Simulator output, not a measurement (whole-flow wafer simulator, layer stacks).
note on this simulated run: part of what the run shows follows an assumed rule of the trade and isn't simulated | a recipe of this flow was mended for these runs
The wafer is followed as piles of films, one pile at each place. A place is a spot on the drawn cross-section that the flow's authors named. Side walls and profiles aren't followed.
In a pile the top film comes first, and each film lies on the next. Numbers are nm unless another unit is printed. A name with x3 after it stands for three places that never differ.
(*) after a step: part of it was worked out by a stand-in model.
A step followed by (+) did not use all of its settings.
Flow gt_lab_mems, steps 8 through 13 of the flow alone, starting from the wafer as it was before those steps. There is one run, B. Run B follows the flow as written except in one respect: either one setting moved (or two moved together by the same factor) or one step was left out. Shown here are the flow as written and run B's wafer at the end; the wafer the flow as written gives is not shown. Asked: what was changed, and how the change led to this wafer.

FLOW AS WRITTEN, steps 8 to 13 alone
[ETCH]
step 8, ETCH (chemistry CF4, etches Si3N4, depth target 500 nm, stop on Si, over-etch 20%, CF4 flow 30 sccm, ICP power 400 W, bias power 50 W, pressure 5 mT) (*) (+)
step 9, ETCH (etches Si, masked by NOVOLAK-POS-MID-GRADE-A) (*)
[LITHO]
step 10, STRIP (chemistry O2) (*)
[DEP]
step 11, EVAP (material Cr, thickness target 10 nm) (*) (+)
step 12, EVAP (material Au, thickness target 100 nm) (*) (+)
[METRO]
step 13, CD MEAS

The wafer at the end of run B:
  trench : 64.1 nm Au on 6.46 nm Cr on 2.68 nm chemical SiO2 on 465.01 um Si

Cause: step 8, ETCH: depth target 462 nm was run, whereas the flow has depth target 500 nm.

The path from the change to this, step by step:
  step 8, ETCH (chemistry CF4, etches Si3N4, depth target 500 nm, stop on Si, over-etch 20%, CF4 flow 30 sccm, ICP power 400 W, bias power 50 W, pressure 5 mT) (*) (+)
      field: -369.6 g/i-line-resist (it would be, as written: -400 g/i-line-resist)
      trench: -500 Si3N4 (all of it), -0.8 chemical SiO2 (all of it), -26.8 Si (it would be, as written: -500 Si3N4 (all of it), -0.8 chemical SiO2 (all of it), -49.6 Si)
  step 10, STRIP (chemistry O2) (*)
      field: -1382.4 g/i-line-resist (all of it) (it would be, as written: -1352 g/i-line-resist (all of it))
